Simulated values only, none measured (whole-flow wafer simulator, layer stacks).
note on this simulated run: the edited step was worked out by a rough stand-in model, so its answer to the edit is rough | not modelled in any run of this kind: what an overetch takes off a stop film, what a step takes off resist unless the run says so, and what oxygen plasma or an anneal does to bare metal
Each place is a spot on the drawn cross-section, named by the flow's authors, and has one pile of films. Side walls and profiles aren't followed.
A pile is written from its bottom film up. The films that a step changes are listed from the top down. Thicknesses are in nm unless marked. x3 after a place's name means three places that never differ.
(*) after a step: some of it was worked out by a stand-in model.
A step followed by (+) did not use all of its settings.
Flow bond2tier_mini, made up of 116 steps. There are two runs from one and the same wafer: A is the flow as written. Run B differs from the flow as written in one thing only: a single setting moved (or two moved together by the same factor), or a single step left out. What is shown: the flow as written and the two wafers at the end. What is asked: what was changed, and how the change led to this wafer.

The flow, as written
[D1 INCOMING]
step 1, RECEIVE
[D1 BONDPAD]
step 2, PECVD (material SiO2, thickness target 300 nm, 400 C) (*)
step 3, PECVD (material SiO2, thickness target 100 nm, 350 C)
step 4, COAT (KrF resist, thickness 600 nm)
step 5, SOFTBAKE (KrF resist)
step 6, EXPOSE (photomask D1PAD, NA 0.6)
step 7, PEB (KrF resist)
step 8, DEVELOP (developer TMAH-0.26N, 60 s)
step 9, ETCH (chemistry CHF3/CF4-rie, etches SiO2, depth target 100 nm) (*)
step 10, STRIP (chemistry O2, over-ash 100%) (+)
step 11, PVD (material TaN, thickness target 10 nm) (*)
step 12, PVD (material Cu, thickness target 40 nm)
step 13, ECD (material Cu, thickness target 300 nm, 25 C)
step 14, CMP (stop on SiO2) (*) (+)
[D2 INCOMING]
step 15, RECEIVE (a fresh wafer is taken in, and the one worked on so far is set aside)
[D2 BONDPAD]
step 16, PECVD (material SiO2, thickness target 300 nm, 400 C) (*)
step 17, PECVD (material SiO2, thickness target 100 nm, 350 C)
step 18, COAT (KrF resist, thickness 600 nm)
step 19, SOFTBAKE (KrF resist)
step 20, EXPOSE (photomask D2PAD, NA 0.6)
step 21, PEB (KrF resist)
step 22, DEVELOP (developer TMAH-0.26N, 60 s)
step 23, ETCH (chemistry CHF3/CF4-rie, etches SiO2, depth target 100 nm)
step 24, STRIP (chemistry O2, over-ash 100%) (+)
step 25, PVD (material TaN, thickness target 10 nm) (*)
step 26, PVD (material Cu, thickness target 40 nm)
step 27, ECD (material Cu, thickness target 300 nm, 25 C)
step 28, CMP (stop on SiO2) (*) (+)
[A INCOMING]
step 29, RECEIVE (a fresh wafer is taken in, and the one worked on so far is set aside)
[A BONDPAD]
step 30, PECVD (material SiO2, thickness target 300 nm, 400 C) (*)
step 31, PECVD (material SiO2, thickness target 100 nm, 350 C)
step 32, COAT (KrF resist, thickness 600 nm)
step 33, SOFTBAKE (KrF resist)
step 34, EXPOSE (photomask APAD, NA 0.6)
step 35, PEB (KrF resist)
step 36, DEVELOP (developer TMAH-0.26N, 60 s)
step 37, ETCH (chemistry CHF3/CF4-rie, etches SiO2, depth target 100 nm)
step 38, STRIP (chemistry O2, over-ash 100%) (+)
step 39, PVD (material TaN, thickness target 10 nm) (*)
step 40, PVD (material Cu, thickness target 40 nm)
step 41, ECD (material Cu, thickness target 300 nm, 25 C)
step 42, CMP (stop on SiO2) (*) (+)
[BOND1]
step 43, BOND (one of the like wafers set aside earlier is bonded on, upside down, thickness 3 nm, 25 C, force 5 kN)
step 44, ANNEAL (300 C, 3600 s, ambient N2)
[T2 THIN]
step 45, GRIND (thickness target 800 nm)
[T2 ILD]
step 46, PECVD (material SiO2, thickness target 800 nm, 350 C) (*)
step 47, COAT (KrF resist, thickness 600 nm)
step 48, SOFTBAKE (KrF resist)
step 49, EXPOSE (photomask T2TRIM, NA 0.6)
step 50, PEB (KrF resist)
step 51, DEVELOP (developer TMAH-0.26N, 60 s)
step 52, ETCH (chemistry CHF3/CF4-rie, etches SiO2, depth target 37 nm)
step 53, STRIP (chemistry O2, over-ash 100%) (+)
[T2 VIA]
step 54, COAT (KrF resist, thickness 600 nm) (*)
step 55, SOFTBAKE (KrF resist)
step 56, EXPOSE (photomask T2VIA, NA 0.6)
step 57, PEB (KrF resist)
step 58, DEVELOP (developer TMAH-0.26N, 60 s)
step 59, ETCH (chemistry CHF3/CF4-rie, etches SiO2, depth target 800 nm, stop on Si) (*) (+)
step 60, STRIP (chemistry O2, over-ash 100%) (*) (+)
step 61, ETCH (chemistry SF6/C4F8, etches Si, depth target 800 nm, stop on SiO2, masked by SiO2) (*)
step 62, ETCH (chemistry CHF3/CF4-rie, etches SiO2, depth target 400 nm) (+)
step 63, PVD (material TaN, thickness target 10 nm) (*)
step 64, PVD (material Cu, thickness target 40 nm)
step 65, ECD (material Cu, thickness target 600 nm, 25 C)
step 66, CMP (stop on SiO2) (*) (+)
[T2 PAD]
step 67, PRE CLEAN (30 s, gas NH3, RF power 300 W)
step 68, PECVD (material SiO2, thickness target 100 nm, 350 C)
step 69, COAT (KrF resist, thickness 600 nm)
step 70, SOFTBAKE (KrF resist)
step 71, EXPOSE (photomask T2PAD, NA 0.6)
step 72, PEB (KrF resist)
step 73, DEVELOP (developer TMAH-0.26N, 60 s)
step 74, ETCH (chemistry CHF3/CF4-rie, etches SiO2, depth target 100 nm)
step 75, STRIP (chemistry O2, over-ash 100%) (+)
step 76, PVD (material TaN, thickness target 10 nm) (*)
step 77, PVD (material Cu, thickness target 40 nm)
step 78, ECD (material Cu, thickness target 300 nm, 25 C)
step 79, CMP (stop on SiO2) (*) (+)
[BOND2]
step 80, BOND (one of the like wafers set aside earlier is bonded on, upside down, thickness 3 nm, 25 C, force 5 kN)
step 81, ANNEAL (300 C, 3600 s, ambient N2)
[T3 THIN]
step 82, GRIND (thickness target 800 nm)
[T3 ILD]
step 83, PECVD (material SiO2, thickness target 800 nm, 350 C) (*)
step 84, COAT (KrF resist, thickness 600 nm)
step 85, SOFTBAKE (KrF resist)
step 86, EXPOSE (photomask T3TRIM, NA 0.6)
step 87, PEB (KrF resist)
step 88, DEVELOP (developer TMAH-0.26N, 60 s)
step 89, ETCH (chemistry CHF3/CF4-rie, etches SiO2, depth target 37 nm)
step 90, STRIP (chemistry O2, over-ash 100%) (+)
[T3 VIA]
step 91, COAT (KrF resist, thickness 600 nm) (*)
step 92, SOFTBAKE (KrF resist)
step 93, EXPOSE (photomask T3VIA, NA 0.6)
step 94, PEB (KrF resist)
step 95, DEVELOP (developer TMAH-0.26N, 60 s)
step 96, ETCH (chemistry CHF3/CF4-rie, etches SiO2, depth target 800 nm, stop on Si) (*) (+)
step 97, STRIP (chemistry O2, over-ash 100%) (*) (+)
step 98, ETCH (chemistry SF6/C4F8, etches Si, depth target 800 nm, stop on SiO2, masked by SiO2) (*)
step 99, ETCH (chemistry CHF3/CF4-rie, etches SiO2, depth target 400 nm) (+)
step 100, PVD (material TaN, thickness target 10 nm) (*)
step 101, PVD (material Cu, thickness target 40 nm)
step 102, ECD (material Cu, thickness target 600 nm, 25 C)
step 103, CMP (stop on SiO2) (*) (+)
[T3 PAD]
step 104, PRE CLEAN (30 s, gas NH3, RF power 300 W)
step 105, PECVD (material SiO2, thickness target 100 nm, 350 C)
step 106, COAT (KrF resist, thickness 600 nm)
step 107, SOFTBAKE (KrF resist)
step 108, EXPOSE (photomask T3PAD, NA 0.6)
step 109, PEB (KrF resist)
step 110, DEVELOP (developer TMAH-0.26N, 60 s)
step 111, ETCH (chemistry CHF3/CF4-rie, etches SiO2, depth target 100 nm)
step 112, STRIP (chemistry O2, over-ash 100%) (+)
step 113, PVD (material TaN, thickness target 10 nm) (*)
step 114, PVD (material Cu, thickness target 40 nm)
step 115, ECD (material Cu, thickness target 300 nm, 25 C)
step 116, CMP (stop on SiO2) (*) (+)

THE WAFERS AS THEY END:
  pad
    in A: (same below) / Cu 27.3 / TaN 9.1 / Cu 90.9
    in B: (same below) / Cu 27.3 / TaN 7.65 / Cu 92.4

What caused this: step 113, PVD: thickness target 8.4 nm was run, while the flow as written has thickness target 10 nm.

How this came from the change, step by step:
  step 113, PVD (material TaN, thickness target 10 nm) (*)
      field: A TaN gains 10 (new film) | B TaN gains 8.4 (new film)
      pad: A TaN gains 9.1 (new film) | B TaN gains 7.65 (new film)
  step 116, CMP (stop on SiO2) (*) (+)
      field: A Cu loses 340 (all of it), TaN loses 10 (all of it) | B Cu loses 340 (all of it), TaN loses 8.4 (all of it)
